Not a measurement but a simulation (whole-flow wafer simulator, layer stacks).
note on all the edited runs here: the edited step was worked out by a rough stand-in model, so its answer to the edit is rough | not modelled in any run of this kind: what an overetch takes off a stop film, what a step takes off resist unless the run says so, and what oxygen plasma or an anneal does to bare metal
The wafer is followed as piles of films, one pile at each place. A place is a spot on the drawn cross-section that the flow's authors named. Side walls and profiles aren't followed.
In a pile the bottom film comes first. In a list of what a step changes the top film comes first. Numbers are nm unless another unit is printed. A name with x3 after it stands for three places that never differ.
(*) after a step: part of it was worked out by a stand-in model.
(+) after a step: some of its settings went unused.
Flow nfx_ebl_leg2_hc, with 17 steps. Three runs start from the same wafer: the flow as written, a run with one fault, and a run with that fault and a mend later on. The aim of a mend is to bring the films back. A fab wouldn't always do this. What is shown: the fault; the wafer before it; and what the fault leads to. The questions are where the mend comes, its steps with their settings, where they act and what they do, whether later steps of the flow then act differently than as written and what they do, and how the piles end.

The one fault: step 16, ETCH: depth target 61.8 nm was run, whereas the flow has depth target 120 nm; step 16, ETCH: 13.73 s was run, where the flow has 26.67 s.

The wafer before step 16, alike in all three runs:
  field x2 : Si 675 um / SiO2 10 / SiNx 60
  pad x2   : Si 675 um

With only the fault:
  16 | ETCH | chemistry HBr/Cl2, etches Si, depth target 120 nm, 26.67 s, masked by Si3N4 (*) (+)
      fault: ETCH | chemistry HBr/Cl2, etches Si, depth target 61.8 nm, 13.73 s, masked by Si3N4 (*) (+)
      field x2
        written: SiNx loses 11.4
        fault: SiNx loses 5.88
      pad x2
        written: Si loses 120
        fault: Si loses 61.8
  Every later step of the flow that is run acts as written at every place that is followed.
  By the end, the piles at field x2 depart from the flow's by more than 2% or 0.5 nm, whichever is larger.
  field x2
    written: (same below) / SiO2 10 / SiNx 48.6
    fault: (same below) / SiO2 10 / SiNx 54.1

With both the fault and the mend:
  The mend stands after step 17.
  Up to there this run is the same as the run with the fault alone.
  17a | ETCH | chemistry HBr/Cl2, etches Si, depth target 58.2 nm, 12.93 s, masked by Si3N4 (*) (+) (a further turn of the flow's step 16, with different settings)
      field x2
        SiNx loses 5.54
      pad x2
        Si loses 58.2
  Every later step of the flow that is run acts as written at every place that is followed.
  The piles end the same as the flow's at every place that both follow.
